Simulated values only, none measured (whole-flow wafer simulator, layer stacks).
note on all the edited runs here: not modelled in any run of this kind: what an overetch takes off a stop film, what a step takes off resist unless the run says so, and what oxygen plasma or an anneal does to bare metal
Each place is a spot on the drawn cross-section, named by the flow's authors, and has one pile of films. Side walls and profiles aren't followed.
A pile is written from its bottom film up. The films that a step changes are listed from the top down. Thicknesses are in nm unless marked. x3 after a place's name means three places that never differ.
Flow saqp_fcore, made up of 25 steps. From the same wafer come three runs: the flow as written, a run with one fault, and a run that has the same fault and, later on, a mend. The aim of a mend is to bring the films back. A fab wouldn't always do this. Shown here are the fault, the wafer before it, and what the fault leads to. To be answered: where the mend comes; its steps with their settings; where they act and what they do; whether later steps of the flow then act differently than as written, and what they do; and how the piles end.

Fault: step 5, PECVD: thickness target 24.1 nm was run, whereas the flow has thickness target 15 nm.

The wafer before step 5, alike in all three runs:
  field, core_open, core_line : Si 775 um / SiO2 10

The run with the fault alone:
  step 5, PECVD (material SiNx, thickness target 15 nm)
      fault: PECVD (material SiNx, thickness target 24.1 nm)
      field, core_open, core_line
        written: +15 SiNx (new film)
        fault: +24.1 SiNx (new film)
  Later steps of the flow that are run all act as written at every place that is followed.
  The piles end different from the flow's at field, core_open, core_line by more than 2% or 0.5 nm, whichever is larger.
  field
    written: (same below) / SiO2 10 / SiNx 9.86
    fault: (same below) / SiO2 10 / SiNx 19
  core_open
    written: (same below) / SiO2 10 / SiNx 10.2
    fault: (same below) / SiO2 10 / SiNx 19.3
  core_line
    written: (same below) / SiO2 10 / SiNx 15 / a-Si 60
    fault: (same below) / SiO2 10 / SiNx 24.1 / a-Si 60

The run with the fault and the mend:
  The mend stands after step 5.
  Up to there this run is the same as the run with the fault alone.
  step 5a, ETCH (chemistry h3po4, depth target 9.1 nm)
      field, core_open, core_line
        -9.1 SiNx
  Later steps of the flow that are run all act as written at every place that is followed.
  At every place that both follow, the piles at the end match the flow's.
